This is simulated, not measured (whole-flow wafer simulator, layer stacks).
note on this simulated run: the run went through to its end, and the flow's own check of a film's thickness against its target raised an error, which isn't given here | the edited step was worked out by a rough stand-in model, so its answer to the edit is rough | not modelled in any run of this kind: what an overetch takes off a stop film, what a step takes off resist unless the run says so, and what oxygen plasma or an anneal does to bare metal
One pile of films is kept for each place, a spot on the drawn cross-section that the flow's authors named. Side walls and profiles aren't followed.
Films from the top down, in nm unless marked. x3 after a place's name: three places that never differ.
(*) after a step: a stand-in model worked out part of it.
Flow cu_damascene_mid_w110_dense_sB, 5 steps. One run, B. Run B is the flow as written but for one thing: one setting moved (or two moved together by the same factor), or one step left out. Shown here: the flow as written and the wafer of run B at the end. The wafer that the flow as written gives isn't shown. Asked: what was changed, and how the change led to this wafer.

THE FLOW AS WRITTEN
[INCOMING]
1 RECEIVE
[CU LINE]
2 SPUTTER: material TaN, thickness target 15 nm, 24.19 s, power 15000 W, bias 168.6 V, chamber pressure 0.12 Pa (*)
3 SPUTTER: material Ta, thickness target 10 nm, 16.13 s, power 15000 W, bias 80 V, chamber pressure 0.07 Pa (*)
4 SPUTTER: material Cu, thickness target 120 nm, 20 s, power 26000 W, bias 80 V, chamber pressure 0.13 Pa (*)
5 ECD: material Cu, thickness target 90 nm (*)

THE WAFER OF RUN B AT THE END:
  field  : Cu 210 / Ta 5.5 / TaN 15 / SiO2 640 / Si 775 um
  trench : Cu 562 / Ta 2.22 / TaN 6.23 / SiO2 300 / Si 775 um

The cause: step 3, SPUTTER: thickness target 5.5 nm was run, where the flow has thickness target 10 nm; step 3, SPUTTER: 8.87 s was run, where the flow has 16.13 s.
It can be read off the wafer: field has Ta 5.5, and step 3 as written asks for 10 nm.

How the change led to this, step by step:
  3 SPUTTER: material Ta, thickness target 10 nm, 16.13 s, power 15000 W, bias 80 V, chamber pressure 0.07 Pa (*)
      field: Ta +5.5 (new film) (as written it would be: Ta +10 (new film))
      trench: Ta +2.22 (new film) (as written it would be: Ta +4.05 (new film))
